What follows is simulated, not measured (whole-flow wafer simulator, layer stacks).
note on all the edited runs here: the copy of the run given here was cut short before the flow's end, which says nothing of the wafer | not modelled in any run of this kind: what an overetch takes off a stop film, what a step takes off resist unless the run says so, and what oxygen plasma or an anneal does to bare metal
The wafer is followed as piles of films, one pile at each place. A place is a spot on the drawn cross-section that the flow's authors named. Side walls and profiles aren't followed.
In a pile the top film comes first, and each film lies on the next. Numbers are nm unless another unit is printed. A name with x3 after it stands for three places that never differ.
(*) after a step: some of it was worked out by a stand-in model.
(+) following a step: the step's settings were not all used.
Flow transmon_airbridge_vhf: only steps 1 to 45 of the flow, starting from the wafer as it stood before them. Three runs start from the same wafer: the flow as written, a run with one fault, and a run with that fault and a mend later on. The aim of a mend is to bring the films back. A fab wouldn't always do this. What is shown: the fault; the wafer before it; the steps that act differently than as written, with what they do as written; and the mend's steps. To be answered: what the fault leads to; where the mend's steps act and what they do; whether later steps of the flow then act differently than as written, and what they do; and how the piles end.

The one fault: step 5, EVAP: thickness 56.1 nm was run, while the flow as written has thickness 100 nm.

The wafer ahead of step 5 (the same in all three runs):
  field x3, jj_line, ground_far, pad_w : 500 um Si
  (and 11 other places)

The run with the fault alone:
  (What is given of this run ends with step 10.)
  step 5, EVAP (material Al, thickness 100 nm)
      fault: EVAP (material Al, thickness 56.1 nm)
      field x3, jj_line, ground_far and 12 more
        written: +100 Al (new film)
        fault: +56.1 Al (new film)
  None of the later steps of the flow up to step 10 acts differently than as written at any place that is followed.
  Once step 10 is done, the piles at field x3, jj_line, ground_far and 12 more depart from the flow's by more than 2% or 0.5 nm, whichever is larger.
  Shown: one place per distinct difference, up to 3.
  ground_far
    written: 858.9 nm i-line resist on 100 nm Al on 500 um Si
    fault: 858.9 nm i-line resist on 56.1 nm Al on 500 um Si
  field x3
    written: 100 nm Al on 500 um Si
    fault: 56.1 nm Al on 500 um Si

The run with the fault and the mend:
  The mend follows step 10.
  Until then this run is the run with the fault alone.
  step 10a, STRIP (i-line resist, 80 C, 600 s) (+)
      ground_far, pad_w, flank_w and 8 more
        -858.9 i-line resist (all of it)
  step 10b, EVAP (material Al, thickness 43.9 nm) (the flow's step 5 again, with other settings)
      field x3, jj_line, ground_far and 12 more
        +43.9 Al
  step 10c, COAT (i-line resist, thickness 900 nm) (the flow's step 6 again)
      field x3, jj_line, ground_far and 12 more
        +900 i-line resist (new film)
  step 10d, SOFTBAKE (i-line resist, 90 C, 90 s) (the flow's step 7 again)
      does not change any film at any place that is followed
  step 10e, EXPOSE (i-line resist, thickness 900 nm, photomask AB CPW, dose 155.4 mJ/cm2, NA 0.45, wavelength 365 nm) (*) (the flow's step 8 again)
      does not change any film at any place that is followed
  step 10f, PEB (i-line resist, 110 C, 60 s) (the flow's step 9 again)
      field x3, jj_line, ground_far and 12 more
        -41 i-line resist
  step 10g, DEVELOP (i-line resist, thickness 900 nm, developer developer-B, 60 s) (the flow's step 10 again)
      ground_far, pad_w, flank_w and 8 more
        -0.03 i-line resist
      field x3, jj_line, gap_w, gap_e
        -859 i-line resist (all of it)
  None of the later steps of the flow acts differently than as written at any place that is followed.
  By the end, the piles equal the flow's at every place that both follow.
